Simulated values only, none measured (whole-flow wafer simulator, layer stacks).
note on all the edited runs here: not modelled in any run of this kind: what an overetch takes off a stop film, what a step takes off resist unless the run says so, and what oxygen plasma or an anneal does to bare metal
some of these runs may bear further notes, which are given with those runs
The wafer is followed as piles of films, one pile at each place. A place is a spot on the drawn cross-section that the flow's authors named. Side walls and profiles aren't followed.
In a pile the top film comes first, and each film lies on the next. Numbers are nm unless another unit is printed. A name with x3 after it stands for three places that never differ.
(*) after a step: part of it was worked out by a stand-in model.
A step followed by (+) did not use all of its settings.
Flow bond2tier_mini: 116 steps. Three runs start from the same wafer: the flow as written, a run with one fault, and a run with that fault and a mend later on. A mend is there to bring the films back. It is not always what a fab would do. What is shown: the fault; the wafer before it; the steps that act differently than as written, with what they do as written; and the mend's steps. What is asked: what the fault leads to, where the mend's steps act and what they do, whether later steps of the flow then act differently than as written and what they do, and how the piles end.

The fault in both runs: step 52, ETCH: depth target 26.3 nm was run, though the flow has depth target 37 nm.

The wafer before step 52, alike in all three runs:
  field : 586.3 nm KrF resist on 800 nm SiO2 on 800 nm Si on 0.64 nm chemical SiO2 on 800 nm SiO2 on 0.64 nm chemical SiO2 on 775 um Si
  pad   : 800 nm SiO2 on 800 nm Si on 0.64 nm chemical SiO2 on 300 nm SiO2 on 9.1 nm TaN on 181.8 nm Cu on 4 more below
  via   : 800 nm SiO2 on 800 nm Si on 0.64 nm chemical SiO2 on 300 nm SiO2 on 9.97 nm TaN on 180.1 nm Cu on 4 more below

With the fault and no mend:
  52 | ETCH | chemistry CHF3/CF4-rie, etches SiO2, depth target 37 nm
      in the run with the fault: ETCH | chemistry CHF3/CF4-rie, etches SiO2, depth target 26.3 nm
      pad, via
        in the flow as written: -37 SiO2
        in the run with the fault: -26.3 SiO2
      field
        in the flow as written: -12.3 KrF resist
        in the run with the fault: -8.77 KrF resist
  None of the later steps of the flow differs from how it acts as written, at any place that is followed, by more than 2% or 0.5 nm, whichever is larger.
  At pad, the piles at the end differ from the flow's by more than 2% or 0.5 nm, whichever is larger.
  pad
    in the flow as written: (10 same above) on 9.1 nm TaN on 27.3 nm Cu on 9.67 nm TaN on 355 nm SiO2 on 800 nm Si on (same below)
    in the run with the fault: (10 same above) on 9.1 nm TaN on 16.5 nm Cu on 9.77 nm TaN on 365.7 nm SiO2 on 800 nm Si on (same below)

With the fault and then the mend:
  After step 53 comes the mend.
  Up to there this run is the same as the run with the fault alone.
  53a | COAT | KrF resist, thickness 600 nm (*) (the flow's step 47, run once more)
      field
        +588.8 KrF resist (new film)
      pad
        +611.6 KrF resist (new film)
      via
        +610.2 KrF resist (new film)
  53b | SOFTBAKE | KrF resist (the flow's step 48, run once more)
      alters no film at any place that is followed
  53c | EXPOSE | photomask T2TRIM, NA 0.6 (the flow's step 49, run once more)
      alters no film at any place that is followed
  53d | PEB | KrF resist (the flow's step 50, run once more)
      alters no film at any place that is followed
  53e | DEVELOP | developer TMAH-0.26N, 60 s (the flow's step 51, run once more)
      field
        -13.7 KrF resist
      pad
        -611.6 KrF resist (all of it)
      via
        -610.2 KrF resist (all of it)
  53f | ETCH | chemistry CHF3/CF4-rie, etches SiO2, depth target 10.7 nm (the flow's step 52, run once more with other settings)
      pad, via
        -10.7 SiO2
      field
        -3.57 KrF resist
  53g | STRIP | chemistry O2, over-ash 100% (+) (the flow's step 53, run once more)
      field
        -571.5 KrF resist (all of it)
  None of the later steps of the flow acts differently than as written at any place that is followed.
  The piles end the same as the flow's at every place that both follow.
